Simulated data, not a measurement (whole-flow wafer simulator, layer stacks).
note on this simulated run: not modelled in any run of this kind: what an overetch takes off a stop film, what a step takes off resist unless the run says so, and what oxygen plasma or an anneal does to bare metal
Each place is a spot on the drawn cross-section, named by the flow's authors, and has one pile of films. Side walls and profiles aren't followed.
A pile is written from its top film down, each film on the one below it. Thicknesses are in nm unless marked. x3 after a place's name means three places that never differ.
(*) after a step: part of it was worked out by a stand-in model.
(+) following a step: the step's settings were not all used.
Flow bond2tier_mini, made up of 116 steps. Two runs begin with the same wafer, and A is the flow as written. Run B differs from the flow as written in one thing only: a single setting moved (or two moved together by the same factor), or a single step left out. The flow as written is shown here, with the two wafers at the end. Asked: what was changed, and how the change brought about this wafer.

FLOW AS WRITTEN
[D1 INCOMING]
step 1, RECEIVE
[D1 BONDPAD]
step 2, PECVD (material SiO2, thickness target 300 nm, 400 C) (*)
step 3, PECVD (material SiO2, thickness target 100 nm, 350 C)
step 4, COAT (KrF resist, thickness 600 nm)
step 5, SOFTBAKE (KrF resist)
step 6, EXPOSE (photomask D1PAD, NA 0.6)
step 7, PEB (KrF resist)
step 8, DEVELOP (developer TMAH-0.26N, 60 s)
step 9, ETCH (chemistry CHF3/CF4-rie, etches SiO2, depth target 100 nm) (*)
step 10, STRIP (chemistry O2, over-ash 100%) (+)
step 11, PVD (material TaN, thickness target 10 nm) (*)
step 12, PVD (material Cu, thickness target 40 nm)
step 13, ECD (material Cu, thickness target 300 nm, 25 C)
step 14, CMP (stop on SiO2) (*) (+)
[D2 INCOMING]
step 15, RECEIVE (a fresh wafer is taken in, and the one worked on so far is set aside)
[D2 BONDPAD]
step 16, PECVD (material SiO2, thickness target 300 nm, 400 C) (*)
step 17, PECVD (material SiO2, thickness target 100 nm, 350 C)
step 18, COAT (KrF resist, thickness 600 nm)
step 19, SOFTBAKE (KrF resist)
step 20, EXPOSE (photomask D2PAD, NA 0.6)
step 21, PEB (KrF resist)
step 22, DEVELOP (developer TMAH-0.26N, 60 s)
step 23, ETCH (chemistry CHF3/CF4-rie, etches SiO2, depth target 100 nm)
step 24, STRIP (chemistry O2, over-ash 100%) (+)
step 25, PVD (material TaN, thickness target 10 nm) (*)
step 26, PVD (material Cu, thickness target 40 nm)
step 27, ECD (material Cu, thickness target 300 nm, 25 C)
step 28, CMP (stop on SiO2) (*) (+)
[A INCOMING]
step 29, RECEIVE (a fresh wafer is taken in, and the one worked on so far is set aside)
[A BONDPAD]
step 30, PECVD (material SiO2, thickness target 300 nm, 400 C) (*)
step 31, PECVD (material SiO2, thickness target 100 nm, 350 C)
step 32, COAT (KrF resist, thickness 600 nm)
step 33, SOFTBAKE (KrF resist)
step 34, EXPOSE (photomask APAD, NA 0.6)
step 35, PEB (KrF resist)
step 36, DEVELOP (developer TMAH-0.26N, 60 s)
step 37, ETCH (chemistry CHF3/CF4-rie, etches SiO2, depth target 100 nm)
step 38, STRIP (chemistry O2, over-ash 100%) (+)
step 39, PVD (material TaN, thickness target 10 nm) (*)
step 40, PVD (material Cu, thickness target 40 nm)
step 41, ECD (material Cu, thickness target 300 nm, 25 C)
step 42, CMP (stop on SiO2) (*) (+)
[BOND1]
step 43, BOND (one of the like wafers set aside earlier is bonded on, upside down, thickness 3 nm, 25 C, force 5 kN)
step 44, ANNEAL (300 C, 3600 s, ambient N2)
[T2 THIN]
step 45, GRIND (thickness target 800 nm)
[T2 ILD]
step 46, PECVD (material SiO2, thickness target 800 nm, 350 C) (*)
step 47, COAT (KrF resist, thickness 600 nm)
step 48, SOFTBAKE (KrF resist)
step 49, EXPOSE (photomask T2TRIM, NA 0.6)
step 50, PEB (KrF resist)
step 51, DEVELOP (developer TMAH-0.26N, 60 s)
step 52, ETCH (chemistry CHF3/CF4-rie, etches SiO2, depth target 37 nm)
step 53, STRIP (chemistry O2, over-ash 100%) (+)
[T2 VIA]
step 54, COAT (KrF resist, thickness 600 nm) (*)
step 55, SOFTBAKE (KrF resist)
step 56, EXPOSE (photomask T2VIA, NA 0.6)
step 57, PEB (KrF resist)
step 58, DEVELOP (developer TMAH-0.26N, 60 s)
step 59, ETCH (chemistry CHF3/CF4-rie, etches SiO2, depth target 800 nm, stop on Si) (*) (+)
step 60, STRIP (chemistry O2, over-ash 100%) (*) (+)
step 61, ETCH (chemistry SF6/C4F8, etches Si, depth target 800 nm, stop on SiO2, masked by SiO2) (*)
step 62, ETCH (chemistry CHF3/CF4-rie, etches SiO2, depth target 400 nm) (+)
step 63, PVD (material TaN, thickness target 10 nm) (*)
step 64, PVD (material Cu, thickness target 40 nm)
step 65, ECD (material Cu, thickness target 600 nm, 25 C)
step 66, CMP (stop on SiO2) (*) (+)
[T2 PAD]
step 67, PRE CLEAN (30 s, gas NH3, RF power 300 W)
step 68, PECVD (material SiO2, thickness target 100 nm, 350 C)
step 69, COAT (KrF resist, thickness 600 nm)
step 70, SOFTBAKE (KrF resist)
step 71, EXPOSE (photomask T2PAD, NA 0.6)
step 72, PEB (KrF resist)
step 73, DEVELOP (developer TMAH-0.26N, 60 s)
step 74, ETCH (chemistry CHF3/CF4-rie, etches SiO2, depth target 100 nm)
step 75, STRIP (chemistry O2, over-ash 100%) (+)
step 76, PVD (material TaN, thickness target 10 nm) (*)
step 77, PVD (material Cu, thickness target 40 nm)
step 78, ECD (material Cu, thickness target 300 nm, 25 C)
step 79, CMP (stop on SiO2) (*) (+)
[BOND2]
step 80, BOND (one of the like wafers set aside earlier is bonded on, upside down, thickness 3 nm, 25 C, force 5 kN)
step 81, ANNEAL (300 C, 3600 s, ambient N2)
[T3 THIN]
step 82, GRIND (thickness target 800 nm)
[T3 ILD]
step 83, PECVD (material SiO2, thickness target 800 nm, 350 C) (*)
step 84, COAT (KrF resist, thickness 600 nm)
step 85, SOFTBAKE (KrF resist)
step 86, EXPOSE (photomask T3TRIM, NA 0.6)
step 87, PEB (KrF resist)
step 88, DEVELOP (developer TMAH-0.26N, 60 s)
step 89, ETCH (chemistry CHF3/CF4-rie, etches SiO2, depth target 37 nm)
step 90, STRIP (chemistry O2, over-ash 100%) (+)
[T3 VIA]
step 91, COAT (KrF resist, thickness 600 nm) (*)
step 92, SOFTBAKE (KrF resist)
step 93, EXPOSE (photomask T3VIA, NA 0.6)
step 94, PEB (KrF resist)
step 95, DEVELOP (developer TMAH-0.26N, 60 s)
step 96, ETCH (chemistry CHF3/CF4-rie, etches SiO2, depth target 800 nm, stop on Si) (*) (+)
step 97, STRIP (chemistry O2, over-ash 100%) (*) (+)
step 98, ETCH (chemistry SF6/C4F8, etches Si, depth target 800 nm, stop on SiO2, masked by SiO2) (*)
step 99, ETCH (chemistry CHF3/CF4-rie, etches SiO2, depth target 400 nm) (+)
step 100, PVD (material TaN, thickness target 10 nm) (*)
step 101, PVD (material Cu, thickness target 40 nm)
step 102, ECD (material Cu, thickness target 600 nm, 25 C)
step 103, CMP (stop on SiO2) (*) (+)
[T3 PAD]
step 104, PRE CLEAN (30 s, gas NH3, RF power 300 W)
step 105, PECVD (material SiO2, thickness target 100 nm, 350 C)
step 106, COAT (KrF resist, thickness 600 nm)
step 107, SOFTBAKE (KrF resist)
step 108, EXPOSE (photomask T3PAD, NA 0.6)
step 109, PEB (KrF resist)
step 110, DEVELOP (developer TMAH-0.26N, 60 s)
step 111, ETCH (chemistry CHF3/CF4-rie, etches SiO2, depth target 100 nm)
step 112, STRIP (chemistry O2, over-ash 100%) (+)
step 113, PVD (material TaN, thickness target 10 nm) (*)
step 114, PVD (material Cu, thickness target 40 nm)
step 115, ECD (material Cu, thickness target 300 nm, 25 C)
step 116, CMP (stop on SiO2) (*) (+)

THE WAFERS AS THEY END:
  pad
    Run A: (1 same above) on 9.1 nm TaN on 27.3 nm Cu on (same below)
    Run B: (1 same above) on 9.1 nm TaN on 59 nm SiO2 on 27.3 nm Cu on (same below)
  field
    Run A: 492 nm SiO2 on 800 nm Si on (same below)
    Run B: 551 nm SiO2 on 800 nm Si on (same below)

Cause: step 105, PECVD: thickness target 159 nm was run, though the flow has thickness target 100 nm.

How this came from the change, step by step:
  step 105, PECVD (material SiO2, thickness target 100 nm, 350 C)
      field: A +100 SiO2 | B +159 SiO2
      pad: A +100 SiO2 (new film) | B +159 SiO2 (new film)
  step 111, ETCH (chemistry CHF3/CF4-rie, etches SiO2, depth target 100 nm)
      pad: A -100 SiO2 (all of it) | B -100 SiO2
If metal films that touch count as one body, pad has 4 bodies (between them, from the top down: SiO2 59; SiO2 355 / Si 800 / chemical SiO2 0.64 / SiO2 300; SiO2 355 / Si 800 / chemical SiO2 0.64 / SiO2 300); the flow as written gives 3 bodies (between them, from the top down: SiO2 355 / Si 800 / chemical SiO2 0.64 / SiO2 300; SiO2 355 / Si 800 / chemical SiO2 0.64 / SiO2 300).
